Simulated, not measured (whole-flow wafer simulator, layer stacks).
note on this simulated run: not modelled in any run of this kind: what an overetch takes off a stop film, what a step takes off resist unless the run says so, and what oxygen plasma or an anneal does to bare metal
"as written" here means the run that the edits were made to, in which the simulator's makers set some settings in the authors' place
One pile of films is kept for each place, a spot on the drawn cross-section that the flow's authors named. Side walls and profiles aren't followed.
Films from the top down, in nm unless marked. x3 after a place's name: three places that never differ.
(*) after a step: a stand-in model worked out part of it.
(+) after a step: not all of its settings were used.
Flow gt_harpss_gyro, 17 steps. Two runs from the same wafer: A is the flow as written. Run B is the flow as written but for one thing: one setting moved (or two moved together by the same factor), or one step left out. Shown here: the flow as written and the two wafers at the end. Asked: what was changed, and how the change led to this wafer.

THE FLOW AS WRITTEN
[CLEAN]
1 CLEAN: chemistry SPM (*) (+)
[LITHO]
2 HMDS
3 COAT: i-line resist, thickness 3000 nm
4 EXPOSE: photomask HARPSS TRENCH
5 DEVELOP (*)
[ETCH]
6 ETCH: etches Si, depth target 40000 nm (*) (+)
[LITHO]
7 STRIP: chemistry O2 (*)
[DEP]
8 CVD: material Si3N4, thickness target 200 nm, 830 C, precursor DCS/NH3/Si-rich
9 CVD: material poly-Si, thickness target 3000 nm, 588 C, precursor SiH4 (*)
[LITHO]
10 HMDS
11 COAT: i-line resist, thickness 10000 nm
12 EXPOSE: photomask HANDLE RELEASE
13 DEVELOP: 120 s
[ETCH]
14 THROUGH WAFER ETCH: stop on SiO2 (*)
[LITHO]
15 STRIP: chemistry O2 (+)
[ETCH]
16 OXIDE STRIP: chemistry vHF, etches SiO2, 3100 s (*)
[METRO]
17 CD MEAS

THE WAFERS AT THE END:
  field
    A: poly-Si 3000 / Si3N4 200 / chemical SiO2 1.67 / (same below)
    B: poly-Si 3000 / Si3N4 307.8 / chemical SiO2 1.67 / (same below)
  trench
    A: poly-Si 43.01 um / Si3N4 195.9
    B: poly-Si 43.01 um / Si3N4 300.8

The cause: step 8, CVD: thickness target 307.8 nm was run, where the flow has thickness target 200 nm.
It can be read off the wafer: field has Si3N4 307.8, and step 8 as written asks for 200 nm.

How the change led to this, step by step:
  8 CVD: material Si3N4, thickness target 200 nm, 830 C, precursor DCS/NH3/Si-rich
      field: A Si3N4 +200 (new film) | B Si3N4 +307.8 (new film)
      trench: A Si3N4 +195.9 (new film) | B Si3N4 +300.8 (new film)
